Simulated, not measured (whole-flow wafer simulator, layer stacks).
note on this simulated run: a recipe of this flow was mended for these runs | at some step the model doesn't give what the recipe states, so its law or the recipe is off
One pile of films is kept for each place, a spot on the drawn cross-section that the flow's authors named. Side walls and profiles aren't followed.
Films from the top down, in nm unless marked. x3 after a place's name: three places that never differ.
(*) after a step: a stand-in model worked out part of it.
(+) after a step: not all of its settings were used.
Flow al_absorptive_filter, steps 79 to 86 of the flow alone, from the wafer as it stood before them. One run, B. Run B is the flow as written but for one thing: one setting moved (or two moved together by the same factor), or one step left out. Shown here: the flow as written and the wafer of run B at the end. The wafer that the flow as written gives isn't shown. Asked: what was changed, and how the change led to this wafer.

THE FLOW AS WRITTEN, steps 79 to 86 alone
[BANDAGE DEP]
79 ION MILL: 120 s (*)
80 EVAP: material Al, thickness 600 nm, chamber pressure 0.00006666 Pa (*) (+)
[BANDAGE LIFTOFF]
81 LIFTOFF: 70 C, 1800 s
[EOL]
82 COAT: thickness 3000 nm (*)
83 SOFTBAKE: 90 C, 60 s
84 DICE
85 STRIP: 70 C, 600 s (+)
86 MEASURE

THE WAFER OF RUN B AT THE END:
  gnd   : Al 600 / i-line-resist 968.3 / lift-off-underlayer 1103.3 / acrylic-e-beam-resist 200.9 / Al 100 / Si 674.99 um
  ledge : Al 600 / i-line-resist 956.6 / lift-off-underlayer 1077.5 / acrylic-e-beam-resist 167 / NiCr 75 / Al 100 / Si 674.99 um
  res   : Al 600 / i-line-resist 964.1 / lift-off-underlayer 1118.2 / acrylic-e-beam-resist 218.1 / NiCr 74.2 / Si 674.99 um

The cause: step 81, LIFTOFF: 70 C, 1800 s, was left out.

How the change led to this, step by step:
  82 COAT: thickness 3000 nm (*)
      gnd: i-line-resist +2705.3 (new film) (as written it would be: i-line-resist +3084.4 (new film))
      pad_far: i-line-resist +4736.9 (new film) (as written it would be: i-line-resist +2560.9 (new film))
      (and at 8 more places)
  83 SOFTBAKE: 90 C, 60 s
      gnd: i-line-resist -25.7 (as written it would be: i-line-resist +6.13)
      pad_far: i-line-resist +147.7 (as written it would be: i-line-resist -44.2)
      (and at 9 more places)
  85 STRIP: 70 C, 600 s (+)
      gnd: i-line-resist -2679.6 (all of it) (as written it would be: i-line-resist -3090.5 (all of it))
      pad_far: i-line-resist -4884.7 (all of it) (as written it would be: i-line-resist -2516.7 (all of it))
      (and at 8 more places)
Counting metal films that touch as one body, gnd has 2 bodies (between them, from the top down: i-line-resist 968.3 / lift-off-underlayer 1103.3 / acrylic-e-beam-resist 200.9); the flow as written gives 1 body.
Counting metal films that touch as one body, ledge has 2 bodies (between them, from the top down: i-line-resist 956.6 / lift-off-underlayer 1077.5 / acrylic-e-beam-resist 167 / NiCr 75); the flow as written gives 1 body.
Counting metal films that touch as one body, res has 1 body; the flow as written gives 0 bodies.
